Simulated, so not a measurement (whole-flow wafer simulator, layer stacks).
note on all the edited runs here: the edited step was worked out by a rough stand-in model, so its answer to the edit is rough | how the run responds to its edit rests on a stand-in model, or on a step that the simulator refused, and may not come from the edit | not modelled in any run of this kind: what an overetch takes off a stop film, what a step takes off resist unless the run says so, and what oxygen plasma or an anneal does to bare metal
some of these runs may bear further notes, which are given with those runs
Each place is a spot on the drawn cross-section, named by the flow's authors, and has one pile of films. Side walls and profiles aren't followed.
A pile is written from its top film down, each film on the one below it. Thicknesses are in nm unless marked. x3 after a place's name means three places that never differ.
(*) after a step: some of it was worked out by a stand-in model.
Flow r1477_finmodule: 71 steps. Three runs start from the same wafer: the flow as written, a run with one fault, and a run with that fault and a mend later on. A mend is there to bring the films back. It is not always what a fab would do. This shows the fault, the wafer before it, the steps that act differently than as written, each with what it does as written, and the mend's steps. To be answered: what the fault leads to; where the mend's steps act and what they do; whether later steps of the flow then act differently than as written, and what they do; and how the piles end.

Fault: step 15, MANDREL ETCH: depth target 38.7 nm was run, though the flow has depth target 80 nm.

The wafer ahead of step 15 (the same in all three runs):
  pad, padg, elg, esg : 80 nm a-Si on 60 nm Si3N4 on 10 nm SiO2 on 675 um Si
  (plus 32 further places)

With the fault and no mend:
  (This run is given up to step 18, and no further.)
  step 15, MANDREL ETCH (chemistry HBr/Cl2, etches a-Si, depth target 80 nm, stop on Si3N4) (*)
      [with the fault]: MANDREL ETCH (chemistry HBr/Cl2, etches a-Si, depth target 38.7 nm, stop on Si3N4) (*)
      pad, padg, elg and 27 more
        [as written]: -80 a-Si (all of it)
        [with the fault]: -38.7 a-Si
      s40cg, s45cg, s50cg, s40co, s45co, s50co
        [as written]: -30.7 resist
        [with the fault]: -14.8 resist
  Steps further on in the flow that do not act as written:
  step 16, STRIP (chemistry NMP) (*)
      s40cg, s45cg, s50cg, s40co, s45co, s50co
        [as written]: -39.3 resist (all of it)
        [with the fault]: -55.2 resist (all of it)
  Once step 18 is done, the piles at pad, padg, elg and 27 more depart from the flow's by more than 2% or 0.5 nm, whichever is larger.
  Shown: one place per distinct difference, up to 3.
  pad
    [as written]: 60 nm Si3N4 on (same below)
    [with the fault]: 41.3 nm a-Si on 60 nm Si3N4 on (same below)

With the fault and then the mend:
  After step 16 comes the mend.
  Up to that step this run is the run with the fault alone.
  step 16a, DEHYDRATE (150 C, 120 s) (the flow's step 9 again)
      leaves every film unchanged at each place that is followed
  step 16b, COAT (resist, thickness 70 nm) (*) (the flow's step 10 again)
      pad, padg, elg and 15 more
        +70 resist (new film)
      s40cg, s40co
        +44.5 resist (new film)
      s40sg, s40so
        +82.6 resist (new film)
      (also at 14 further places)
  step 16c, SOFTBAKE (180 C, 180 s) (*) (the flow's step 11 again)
      leaves every film unchanged at each place that is followed
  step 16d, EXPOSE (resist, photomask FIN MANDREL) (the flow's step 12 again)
      leaves every film unchanged at each place that is followed
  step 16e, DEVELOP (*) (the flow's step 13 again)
      pad, padg, elg and 15 more
        -70 resist (all of it)
      s40sg, s40so
        -82.6 resist (all of it)
      s40sg_line, s40so_line
        -82.9 resist (all of it)
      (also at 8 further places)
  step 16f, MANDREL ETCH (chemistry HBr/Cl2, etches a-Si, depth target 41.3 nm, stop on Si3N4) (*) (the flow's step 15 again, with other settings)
      pad, padg, elg and 27 more
        -41.3 a-Si (all of it)
      s40cg, s45cg, s50cg, s40co, s45co, s50co
        -15.8 resist
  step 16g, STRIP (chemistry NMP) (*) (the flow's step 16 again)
      s40cg, s40co
        -28.7 resist (all of it)
      s45cg, s45co
        -30.3 resist (all of it)
      s50cg, s50co
        -31.9 resist (all of it)
  None of the later steps of the flow acts differently than as written at any place that is followed.
  By the end, the piles equal the flow's at every place that both follow.
